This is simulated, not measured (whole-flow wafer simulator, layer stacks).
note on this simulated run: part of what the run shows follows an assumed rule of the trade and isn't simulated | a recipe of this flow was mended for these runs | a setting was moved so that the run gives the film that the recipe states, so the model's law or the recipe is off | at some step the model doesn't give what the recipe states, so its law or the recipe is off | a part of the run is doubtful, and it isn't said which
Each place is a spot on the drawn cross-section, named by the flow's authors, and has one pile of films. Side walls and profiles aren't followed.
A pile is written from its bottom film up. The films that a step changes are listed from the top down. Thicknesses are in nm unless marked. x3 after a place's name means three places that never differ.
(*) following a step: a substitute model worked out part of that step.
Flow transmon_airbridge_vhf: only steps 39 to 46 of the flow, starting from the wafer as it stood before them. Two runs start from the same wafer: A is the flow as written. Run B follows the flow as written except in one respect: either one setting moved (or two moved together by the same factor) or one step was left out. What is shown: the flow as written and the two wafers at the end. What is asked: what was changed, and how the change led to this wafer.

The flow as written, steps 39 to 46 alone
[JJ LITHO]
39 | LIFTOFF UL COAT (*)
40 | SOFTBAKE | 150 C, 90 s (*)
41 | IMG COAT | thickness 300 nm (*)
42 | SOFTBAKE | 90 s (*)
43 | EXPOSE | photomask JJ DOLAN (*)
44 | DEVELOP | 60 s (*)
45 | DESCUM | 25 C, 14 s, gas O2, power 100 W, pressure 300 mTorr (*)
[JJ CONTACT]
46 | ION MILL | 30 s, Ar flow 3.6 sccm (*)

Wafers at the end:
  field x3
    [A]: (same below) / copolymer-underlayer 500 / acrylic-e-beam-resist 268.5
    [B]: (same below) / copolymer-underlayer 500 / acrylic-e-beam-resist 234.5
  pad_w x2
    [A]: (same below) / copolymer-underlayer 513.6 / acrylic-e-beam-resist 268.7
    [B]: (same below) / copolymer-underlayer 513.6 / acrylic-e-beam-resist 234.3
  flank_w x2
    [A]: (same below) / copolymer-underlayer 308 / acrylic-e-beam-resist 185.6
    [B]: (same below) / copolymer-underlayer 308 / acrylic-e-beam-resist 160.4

Cause: step 41, IMG COAT: thickness 264 nm was run, while the flow as written has thickness 300 nm; step 46, ION MILL: 26.4 s was run, where the flow has 30 s.

The path from the change to this, step by step:
  41 | IMG COAT | thickness 300 nm (*)
      field x3, jj_line, ground_far x3: A +300 acrylic-e-beam-resist (new film) | B +264 acrylic-e-beam-resist (new film)
      pad_w x2: A +300.2 acrylic-e-beam-resist (new film) | B +263.8 acrylic-e-beam-resist (new film)
      (also at 8 further places)
  44 | DEVELOP | 60 s (*)
      jj_line: A -300 acrylic-e-beam-resist (all of it), -500 copolymer-underlayer (all of it) | B -264 acrylic-e-beam-resist (all of it), -500 copolymer-underlayer (all of it)
  46 | ION MILL | 30 s, Ar flow 3.6 sccm (*)
      field x3, ground_far x3, pad_w x2, flank_w x2, gap_w x2, cpw_trace, margin_s x2, bridge_strip: A -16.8 acrylic-e-beam-resist | B -14.8 acrylic-e-beam-resist
      jj_line: A -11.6 Si | B -10.2 Si
